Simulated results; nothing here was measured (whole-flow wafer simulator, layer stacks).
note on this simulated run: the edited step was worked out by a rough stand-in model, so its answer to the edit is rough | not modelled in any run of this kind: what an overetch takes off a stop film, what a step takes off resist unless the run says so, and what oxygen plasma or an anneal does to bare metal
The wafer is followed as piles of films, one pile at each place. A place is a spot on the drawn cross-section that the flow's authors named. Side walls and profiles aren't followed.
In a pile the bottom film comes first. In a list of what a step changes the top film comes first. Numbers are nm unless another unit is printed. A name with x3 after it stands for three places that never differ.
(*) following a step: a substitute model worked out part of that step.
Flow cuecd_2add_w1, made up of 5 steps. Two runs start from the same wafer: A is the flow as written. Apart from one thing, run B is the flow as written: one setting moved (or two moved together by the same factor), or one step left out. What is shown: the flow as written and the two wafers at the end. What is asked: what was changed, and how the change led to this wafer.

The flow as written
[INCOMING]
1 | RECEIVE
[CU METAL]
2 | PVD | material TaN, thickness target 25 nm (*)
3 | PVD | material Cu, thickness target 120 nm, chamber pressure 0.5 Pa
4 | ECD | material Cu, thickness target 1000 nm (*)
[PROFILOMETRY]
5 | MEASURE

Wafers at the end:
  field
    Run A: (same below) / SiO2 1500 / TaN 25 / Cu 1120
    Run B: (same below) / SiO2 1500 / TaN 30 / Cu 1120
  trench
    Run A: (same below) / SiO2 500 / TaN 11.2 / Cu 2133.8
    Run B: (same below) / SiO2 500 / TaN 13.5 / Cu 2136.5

Cause: step 2, PVD: thickness target 30 nm was run, while the flow as written has thickness target 25 nm.
The wafer lets one read it off: field has TaN 30, and step 2 as written asks for 25 nm.

The path from the change to this, step by step:
  2 | PVD | material TaN, thickness target 25 nm (*)
      field: A +25 TaN (new film) | B +30 TaN (new film)
      trench: A +11.2 TaN (new film) | B +13.5 TaN (new film)
